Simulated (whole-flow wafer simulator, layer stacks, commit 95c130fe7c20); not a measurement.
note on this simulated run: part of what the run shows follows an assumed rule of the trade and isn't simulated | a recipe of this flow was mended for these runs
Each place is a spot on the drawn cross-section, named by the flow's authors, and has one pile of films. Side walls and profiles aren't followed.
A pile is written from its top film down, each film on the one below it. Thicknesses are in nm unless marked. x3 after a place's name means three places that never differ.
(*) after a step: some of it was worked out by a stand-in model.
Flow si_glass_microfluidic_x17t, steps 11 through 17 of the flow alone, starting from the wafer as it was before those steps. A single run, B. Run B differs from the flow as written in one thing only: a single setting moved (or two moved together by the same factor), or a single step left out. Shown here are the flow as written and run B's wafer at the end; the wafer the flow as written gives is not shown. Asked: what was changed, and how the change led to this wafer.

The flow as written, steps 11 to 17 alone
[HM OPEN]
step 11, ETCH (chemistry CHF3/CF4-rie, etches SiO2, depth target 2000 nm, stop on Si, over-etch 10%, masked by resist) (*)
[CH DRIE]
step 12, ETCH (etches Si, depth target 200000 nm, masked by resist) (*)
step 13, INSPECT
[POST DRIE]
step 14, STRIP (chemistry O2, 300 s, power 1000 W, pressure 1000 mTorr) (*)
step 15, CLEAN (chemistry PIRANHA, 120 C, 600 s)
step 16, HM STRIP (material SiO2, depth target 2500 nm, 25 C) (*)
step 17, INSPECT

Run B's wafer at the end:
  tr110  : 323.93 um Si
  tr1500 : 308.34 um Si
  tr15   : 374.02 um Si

Cause: step 11, ETCH: depth target 2432 nm was run, while the flow as written has depth target 2000 nm.

How this came from the change, step by step:
  step 11, ETCH (chemistry CHF3/CF4-rie, etches SiO2, depth target 2000 nm, stop on Si, over-etch 10%, masked by resist) (*)
      tr110, tr1500, tr15: SiO2 loses 2000 (all of it), Si loses 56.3 (as written it would have been: SiO2 loses 2000 (all of it), Si loses 16.7)
      land: thick-i-line-resist loses 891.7 (as written it would have been: thick-i-line-resist loses 733.3)
  step 12, ETCH (etches Si, depth target 200000 nm, masked by resist) (*)
      tr1500: Si loses 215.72 um (as written it would have been: Si loses 215.73 um)
      tr15: Si loses 150.03 um (as written it would have been: Si loses 149.99 um)
  step 14, STRIP (chemistry O2, 300 s, power 1000 W, pressure 1000 mTorr) (*)
      land: thick-i-line-resist loses 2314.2 (all of it) (as written it would have been: thick-i-line-resist loses 2472.3 (all of it))
